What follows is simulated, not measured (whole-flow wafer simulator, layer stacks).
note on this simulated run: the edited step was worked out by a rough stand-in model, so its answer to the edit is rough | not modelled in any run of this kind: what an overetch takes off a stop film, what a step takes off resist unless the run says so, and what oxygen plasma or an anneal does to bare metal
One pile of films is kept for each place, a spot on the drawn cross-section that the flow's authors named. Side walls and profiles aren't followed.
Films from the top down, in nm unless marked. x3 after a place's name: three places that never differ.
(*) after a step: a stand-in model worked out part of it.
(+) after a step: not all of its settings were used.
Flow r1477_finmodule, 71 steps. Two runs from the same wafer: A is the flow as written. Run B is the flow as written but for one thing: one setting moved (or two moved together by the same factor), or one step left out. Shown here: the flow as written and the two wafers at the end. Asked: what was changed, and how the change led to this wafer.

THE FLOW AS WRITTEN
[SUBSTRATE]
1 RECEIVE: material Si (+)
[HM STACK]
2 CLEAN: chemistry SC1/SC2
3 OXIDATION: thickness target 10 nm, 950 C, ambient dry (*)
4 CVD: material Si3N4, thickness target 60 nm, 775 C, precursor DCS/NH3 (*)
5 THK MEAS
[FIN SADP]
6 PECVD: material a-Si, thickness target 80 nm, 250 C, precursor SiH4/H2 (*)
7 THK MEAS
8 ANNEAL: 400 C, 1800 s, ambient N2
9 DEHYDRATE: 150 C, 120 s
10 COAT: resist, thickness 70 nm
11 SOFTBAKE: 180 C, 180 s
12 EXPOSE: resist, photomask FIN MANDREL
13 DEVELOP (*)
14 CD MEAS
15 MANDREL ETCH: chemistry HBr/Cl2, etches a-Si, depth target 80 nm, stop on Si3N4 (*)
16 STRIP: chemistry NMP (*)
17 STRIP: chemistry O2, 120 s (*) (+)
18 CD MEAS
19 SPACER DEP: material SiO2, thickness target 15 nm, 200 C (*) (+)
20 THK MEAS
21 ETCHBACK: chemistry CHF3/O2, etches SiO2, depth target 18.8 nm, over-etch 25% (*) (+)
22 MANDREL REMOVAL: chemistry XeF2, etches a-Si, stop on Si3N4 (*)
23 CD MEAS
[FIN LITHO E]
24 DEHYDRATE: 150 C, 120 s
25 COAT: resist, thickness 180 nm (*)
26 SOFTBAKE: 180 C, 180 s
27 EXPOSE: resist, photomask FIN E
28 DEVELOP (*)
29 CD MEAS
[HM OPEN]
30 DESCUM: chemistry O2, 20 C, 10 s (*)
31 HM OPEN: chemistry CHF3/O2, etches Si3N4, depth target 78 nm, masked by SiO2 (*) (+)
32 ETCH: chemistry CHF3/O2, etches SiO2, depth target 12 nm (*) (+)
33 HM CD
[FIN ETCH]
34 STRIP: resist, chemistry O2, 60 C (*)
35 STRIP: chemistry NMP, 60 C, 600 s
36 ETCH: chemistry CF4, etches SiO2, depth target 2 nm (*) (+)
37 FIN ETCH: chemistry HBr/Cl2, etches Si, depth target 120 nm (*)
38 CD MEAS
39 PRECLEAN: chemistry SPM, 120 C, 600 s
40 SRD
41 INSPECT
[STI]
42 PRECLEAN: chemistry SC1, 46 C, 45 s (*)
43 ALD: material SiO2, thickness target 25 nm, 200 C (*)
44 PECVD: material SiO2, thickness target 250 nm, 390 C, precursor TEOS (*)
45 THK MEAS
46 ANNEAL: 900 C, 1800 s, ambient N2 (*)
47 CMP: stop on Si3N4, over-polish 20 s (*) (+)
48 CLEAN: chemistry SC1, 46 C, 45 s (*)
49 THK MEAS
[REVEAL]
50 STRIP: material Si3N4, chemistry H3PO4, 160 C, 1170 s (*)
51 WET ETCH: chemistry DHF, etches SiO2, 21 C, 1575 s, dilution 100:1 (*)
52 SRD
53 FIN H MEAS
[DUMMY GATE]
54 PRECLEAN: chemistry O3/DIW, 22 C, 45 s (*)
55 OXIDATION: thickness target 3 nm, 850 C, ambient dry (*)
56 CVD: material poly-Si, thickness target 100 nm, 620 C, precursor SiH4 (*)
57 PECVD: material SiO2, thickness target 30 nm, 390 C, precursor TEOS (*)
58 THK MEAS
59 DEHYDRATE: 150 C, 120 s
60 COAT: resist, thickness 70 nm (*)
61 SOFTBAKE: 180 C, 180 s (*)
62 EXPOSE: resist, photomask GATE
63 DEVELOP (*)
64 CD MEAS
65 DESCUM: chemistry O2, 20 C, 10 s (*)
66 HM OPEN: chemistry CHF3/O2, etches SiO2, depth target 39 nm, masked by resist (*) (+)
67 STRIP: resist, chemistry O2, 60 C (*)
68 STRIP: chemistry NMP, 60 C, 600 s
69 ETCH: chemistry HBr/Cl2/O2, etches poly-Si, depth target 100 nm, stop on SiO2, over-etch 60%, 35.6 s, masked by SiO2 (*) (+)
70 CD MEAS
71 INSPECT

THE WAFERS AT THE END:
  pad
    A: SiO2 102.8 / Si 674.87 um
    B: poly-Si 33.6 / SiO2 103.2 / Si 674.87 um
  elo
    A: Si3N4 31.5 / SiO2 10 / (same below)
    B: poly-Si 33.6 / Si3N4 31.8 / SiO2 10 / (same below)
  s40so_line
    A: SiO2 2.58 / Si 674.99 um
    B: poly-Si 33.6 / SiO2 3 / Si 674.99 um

The cause: step 69, ETCH: depth target 40 nm was run, where the flow has depth target 100 nm.

How the change led to this, step by step:
  69 ETCH: chemistry HBr/Cl2/O2, etches poly-Si, depth target 100 nm, stop on SiO2, over-etch 60%, 35.6 s, masked by SiO2 (*) (+)
      pad, eso, e40so and 8 more: A chemical SiO2 -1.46 (all of it), poly-Si -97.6 (all of it), SiO2 -0.42 | B chemical SiO2 -1.46 (all of it), poly-Si -64
      elo, e40lo, e100lo, e200lo: A chemical SiO2 -1.46 (all of it), poly-Si -97.6 (all of it), Si3N4 -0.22 | B chemical SiO2 -1.46 (all of it), poly-Si -64
      (and at 21 more places)
